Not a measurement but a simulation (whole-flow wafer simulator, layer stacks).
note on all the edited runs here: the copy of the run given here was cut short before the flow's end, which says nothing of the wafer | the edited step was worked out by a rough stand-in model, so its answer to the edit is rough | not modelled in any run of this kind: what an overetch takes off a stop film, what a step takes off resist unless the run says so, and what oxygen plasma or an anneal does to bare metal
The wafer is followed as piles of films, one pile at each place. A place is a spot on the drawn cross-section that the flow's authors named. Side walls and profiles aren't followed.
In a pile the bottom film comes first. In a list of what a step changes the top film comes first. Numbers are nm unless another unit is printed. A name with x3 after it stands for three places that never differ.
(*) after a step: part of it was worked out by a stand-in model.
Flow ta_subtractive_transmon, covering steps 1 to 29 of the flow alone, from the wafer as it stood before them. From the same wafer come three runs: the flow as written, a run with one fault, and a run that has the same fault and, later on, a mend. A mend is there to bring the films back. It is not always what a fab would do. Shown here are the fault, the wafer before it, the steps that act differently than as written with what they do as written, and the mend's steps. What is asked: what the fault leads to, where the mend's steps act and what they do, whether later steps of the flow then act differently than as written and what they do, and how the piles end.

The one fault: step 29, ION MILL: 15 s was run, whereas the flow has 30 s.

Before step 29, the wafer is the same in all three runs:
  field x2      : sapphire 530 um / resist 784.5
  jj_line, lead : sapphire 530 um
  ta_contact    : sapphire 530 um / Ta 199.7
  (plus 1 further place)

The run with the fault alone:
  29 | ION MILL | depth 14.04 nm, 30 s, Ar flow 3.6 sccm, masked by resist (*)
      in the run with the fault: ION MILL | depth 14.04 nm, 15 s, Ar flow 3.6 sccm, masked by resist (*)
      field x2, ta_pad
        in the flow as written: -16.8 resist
        in the run with the fault: -8.39 resist
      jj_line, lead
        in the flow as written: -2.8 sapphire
        in the run with the fault: -1.4 sapphire
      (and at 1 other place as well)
  Every later step of the flow that is run acts as written at every place that is followed.
  The piles end different from the flow's at ta_contact by more than 2% or 0.5 nm, whichever is larger.
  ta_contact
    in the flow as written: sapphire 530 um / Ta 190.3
    in the run with the fault: sapphire 530 um / Ta 195

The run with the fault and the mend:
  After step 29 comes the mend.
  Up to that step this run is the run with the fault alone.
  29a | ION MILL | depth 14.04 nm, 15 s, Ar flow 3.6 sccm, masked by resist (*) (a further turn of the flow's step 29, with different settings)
      field x2, ta_pad
        -8.39 resist
      jj_line, lead
        -1.4 sapphire
      ta_contact
        -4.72 Ta
  Every later step of the flow that is run acts as written at every place that is followed.
  The piles end the same as the flow's at every place that both follow.
